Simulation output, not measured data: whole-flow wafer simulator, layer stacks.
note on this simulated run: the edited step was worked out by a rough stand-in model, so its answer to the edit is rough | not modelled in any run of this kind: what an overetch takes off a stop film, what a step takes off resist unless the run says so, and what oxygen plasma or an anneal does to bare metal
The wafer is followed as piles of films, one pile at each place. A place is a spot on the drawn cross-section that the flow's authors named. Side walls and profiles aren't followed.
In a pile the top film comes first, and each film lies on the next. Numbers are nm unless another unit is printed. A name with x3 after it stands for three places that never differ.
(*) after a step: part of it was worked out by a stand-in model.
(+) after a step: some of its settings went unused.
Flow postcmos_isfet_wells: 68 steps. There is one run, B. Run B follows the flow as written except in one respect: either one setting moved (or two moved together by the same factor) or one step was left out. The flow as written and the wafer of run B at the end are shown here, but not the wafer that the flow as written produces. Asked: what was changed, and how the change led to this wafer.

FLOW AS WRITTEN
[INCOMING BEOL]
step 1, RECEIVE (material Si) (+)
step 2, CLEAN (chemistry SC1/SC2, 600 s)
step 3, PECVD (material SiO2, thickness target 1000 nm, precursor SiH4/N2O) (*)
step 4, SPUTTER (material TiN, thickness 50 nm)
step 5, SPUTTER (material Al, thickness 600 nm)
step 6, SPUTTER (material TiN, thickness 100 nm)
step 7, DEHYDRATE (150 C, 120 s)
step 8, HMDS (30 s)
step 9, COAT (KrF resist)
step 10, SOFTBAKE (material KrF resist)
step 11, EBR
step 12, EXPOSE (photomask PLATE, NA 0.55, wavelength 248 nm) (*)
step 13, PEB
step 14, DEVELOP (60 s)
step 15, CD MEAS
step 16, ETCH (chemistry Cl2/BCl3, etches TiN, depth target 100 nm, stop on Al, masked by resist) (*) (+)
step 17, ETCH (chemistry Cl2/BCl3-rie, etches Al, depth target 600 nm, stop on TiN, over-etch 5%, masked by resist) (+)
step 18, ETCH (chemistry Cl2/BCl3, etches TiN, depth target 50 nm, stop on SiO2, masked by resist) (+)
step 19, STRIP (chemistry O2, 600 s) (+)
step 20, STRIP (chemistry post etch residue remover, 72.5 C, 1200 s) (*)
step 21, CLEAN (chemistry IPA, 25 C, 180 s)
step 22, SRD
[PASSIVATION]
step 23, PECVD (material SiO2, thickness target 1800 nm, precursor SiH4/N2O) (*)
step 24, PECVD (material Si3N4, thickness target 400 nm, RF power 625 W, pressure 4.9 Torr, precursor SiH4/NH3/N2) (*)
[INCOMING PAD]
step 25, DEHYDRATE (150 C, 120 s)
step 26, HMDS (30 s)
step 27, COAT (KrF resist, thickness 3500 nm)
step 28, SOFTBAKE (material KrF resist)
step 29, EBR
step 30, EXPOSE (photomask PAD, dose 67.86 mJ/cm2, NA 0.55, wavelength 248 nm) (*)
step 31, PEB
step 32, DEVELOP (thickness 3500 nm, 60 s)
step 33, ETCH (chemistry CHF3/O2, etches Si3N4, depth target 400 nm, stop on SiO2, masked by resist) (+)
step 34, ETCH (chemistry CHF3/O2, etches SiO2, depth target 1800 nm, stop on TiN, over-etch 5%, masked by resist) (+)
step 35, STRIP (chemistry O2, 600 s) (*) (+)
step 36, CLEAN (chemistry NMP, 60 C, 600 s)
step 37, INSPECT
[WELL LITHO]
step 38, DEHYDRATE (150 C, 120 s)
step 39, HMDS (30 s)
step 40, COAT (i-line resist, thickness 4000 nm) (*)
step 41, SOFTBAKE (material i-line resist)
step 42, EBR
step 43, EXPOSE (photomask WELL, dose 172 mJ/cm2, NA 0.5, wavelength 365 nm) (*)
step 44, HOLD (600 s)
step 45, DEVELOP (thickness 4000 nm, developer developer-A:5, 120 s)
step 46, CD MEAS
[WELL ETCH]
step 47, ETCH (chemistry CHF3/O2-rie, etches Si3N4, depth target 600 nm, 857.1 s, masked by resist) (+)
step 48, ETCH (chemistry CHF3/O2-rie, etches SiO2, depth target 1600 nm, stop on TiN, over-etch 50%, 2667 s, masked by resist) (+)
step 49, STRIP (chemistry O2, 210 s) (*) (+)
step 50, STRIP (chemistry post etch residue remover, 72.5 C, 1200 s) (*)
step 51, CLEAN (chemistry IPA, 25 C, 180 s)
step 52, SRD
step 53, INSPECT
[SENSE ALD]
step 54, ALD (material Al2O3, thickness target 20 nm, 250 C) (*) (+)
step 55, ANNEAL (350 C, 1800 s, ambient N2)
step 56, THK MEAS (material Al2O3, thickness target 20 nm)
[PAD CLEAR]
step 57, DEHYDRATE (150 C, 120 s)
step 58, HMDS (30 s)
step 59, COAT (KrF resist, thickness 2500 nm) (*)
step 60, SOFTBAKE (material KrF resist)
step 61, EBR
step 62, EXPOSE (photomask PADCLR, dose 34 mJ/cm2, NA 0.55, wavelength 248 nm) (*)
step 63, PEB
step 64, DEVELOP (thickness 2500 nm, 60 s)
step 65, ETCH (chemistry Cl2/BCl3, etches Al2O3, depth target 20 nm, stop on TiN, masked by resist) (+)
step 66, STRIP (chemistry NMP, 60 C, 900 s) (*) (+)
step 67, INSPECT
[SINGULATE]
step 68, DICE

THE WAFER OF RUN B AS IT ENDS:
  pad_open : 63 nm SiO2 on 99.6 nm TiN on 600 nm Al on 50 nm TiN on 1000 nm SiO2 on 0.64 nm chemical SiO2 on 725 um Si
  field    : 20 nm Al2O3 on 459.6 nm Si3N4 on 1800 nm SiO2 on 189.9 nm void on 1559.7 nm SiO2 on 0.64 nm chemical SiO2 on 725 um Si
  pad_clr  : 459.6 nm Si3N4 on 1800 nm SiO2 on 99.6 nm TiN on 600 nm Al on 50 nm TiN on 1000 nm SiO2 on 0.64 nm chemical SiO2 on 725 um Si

The reason: step 24, PECVD: thickness target 460 nm was run, whereas the flow has thickness target 400 nm.

Step by step, how the change led to this:
  step 24, PECVD (material Si3N4, thickness target 400 nm, RF power 625 W, pressure 4.9 Torr, precursor SiH4/NH3/N2) (*)
      field, margin, well900, well1300 x3, pad_rim, pad_clr, pad_open: Si3N4 gains 460 (new film) (it would be, as written: Si3N4 gains 400 (new film))
  step 33, ETCH (chemistry CHF3/O2, etches Si3N4, depth target 400 nm, stop on SiO2, masked by resist) (+)
      pad_open: Si3N4 loses 400 (it would be, as written: Si3N4 loses 400 (all of it))
  step 34, ETCH (chemistry CHF3/O2, etches SiO2, depth target 1800 nm, stop on TiN, over-etch 5%, masked by resist) (+)
      pad_open: Si3N4 loses 60 (all of it), SiO2 loses 1737 (it would be, as written: SiO2 loses 1800 (all of it))
  step 47, ETCH (chemistry CHF3/O2-rie, etches Si3N4, depth target 600 nm, 857.1 s, masked by resist) (+)
      well900, well1300 x3: Si3N4 loses 460 (all of it), SiO2 loses 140 (it would be, as written: Si3N4 loses 400 (all of it), SiO2 loses 200)
  step 48, ETCH (chemistry CHF3/O2-rie, etches SiO2, depth target 1600 nm, stop on TiN, over-etch 50%, 2667 s, masked by resist) (+)
      well900, well1300 x3: SiO2 loses 1660 (all of it) (it would be, as written: SiO2 loses 1600 (all of it))
  step 66, STRIP (chemistry NMP, 60 C, 900 s) (*) (+)
      field: KrF resist loses 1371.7 (all of it) (it would be, as written: KrF resist loses 1400.1 (all of it))
      margin: KrF resist loses 1371.6 (all of it) (it would be, as written: KrF resist loses 1400.1 (all of it))
